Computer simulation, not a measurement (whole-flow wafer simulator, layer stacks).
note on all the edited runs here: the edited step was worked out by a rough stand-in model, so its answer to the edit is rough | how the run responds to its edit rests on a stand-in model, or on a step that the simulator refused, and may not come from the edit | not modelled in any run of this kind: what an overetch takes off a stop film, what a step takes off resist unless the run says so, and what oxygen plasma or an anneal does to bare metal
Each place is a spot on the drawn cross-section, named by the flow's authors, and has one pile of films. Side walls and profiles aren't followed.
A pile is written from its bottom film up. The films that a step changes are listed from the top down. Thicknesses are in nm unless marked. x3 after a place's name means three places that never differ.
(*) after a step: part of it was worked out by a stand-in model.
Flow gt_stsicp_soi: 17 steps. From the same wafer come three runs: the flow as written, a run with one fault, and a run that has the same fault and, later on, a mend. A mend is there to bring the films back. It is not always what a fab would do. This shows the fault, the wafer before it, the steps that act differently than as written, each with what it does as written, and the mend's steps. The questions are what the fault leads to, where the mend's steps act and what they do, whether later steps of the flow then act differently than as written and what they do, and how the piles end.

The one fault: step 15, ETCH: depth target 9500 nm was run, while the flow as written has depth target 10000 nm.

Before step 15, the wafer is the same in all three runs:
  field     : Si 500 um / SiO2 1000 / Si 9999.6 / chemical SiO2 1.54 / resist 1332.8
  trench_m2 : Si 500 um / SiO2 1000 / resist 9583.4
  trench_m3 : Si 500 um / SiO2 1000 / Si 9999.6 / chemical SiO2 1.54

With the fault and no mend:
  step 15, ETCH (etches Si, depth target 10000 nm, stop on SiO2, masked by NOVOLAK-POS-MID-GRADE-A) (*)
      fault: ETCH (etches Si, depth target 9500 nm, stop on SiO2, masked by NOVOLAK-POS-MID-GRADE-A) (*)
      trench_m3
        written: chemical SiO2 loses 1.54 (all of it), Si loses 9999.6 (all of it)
        fault: chemical SiO2 loses 1.54 (all of it), Si loses 9500
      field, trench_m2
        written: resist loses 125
        fault: resist loses 118.8
  Steps later in the flow that act otherwise than as written:
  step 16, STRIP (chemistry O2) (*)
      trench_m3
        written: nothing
        fault: chemical SiO2 gains 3 (new film), Si loses 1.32
  At trench_m3, the piles at the end differ from the flow's by more than 2% or 0.5 nm, whichever is larger.
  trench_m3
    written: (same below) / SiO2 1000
    fault: (same below) / SiO2 1000 / Si 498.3 / chemical SiO2 3

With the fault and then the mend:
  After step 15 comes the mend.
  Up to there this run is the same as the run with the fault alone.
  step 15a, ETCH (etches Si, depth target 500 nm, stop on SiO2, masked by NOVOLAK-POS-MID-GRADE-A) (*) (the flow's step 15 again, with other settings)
      field, trench_m2
        resist loses 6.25
      trench_m3
        Si loses 499.6 (all of it)
  Every later step of the flow that is run acts as written at every place that is followed.
  By the end, the piles equal the flow's at every place that both follow.
